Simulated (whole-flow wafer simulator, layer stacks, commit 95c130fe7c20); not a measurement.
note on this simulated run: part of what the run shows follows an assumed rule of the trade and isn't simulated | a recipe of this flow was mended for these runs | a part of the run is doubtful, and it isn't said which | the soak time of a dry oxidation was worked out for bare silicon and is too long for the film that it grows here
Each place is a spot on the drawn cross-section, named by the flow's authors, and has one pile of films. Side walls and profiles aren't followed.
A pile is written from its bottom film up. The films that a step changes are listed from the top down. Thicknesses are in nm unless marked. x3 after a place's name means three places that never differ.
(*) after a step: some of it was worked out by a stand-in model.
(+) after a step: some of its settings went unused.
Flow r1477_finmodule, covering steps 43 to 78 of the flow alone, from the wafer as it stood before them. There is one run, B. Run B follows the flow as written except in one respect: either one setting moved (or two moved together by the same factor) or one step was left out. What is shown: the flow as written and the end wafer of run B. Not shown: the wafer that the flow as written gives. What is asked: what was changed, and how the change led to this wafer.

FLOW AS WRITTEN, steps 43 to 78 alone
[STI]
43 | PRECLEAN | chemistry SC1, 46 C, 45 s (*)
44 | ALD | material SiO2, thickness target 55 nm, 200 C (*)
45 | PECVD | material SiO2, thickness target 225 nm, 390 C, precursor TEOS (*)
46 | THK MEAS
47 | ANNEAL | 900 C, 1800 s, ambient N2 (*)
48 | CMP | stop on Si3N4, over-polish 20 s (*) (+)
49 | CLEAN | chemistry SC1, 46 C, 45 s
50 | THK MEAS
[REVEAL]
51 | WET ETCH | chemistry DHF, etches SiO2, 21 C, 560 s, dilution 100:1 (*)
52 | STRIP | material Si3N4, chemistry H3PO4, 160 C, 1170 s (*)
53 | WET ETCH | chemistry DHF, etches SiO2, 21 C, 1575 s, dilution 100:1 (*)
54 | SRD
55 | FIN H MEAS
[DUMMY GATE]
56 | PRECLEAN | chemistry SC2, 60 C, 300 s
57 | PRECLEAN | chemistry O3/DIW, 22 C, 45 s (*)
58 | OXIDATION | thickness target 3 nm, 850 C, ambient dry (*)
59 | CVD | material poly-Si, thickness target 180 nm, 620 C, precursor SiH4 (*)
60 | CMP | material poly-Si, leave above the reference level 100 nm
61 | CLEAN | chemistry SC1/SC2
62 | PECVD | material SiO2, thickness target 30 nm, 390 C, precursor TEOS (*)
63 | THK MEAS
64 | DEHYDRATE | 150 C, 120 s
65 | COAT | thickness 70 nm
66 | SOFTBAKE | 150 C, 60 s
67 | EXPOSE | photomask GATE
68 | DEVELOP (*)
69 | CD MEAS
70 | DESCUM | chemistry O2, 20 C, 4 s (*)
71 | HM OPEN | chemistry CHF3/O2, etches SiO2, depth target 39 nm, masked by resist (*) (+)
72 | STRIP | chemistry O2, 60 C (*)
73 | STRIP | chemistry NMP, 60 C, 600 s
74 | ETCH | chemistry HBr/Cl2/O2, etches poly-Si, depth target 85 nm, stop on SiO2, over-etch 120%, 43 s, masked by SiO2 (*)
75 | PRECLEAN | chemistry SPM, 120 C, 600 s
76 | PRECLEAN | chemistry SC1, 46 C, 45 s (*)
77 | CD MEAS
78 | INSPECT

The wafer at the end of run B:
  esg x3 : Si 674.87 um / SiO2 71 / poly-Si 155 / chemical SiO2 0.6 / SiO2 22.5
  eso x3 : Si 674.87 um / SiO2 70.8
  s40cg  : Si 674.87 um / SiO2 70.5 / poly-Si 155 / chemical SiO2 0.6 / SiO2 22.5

The reason: step 44, ALD: material SiO2, thickness target 55 nm, 200 C (*), was skipped.

The path from the change to this, step by step:
  45 | PECVD | material SiO2, thickness target 225 nm, 390 C, precursor TEOS (*)
      pad, padg, elg x4, elo x4: +225 SiO2 (new film) (as written it would have been: +225 SiO2)
      esg x3, e200sg, eso x3, e200so: +393.2 SiO2 (new film) (as written it would have been: +225 SiO2)
      (also at 12 further places)
  47 | ANNEAL | 900 C, 1800 s, ambient N2 (*)
      s40cg, s40sg, s45cg and 9 more: -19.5 SiO2 (as written it would have been: -10.1 SiO2)
      esg x3, e200sg, eso x3, e200so: -17.7 SiO2 (as written it would have been: -10.1 SiO2)
  48 | CMP | stop on Si3N4, over-polish 20 s (*) (+)
      s40cg, s40sg, s45cg and 9 more: -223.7 SiO2 (as written it would have been: -288.1 SiO2)
      elg x4, elo x4: -192.6 SiO2 (as written it would have been: -247.6 SiO2)
      (also at 16 further places)
  51 | WET ETCH | chemistry DHF, etches SiO2, 21 C, 560 s, dilution 100:1 (*)
      esg x3, e200sg, s40cg and 15 more: -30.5 SiO2 (as written it would have been: -28.1 SiO2)
  53 | WET ETCH | chemistry DHF, etches SiO2, 21 C, 1575 s, dilution 100:1 (*)
      esg x3, e200sg, s40cg and 15 more: -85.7 SiO2 (as written it would have been: -79.1 SiO2)
  59 | CVD | material poly-Si, thickness target 180 nm, 620 C, precursor SiH4 (*)
      esg x3, s40cg, s40sg and 13 more: +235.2 poly-Si (new film) (as written it would have been: +226.3 poly-Si (new film))
      e200sg, e200so: +235.2 poly-Si (new film) (as written it would have been: +219.2 poly-Si (new film))
  60 | CMP | material poly-Si, leave above the reference level 100 nm
      e200sg, e200so: -80 poly-Si (as written it would have been: -72.9 poly-Si)
  74 | ETCH | chemistry HBr/Cl2/O2, etches poly-Si, depth target 85 nm, stop on SiO2, over-etch 120%, 43 s, masked by SiO2 (*)
      eso x3, e200so, s40co, s40so, s45co, s45so, s50co, s50so: -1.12 chemical SiO2 (all of it), -152.8 poly-Si (all of it), -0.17 SiO2 (as written it would have been: -1.12 chemical SiO2 (all of it), -143.9 poly-Si (all of it), -0.22 SiO2)
